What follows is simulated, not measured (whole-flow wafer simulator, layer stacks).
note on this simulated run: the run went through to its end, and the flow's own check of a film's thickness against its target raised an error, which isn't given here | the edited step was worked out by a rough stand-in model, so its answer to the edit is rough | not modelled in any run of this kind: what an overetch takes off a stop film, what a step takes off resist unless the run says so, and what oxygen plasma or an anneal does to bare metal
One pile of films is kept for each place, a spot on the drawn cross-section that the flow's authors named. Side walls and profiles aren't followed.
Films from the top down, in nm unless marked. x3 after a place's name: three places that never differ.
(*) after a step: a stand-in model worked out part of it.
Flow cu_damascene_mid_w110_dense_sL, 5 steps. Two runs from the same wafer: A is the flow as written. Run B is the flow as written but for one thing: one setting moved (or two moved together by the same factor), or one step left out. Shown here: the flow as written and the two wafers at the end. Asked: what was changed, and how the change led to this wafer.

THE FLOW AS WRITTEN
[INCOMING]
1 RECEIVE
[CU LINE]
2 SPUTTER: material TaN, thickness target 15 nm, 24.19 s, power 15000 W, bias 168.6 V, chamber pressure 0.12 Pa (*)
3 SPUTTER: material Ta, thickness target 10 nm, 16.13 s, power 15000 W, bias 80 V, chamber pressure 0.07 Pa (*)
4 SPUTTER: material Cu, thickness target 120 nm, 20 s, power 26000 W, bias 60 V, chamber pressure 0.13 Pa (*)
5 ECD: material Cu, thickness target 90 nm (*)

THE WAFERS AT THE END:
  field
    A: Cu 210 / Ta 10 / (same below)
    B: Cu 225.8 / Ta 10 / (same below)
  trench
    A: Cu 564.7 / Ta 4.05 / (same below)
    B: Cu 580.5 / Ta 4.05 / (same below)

The cause: step 5, ECD: thickness target 105.8 nm was run, where the flow has thickness target 90 nm.

How the change led to this, step by step:
  5 ECD: material Cu, thickness target 90 nm (*)
      field: A Cu +90 | B Cu +105.8
      trench: A Cu +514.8 | B Cu +530.6
